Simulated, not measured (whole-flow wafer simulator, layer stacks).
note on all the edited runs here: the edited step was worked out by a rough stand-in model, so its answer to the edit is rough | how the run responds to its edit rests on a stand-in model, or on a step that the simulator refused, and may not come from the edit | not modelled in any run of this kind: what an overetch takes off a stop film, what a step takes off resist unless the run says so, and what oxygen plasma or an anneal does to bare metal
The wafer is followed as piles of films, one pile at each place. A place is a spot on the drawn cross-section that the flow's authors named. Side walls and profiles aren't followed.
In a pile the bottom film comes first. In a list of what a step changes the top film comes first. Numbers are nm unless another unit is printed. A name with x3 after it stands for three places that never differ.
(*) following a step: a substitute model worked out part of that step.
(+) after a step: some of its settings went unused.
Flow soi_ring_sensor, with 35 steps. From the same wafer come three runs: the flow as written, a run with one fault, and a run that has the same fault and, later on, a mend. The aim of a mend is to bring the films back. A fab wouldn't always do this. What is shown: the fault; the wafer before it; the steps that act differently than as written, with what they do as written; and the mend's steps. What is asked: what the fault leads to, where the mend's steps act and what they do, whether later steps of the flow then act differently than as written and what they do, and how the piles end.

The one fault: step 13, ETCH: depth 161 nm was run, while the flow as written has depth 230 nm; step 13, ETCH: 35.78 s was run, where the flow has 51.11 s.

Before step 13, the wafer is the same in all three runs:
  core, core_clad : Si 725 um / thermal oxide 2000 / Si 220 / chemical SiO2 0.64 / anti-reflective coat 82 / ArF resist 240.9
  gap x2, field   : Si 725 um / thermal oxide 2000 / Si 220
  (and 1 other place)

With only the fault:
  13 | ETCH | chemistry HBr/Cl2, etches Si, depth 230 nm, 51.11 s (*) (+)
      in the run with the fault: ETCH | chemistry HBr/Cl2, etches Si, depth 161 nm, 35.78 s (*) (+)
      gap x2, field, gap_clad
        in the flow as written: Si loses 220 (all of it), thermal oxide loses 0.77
        in the run with the fault: Si loses 161
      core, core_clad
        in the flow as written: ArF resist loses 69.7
        in the run with the fault: ArF resist loses 48.8
  Steps later in the flow that act otherwise than as written:
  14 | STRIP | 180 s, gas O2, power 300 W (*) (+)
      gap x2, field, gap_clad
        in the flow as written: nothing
        in the run with the fault: chemical SiO2 gains 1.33 (new film), Si loses 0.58
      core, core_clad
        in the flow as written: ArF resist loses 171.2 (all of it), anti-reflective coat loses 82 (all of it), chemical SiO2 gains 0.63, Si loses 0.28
        in the run with the fault: ArF resist loses 192.1 (all of it), anti-reflective coat loses 82 (all of it), chemical SiO2 gains 0.62, Si loses 0.27
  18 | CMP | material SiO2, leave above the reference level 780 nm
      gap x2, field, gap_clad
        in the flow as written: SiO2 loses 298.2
        in the run with the fault: SiO2 loses 358.8
  The piles end different from the flow's at field by more than 2% or 0.5 nm, whichever is larger.
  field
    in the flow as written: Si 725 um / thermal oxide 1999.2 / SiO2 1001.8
    in the run with the fault: Si 725 um / thermal oxide 2000 / Si 58.4 / chemical SiO2 1.33 / SiO2 941.2

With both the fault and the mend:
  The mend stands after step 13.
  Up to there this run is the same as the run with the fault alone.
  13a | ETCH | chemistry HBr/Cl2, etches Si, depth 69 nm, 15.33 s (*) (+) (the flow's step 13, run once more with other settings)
      gap x2, field, gap_clad
        Si loses 59 (all of it), thermal oxide loses 0.77
      core, core_clad
        ArF resist loses 20.9
  Later steps of the flow that are run all act as written at every place that is followed.
  The piles end the same as the flow's at every place that both follow.
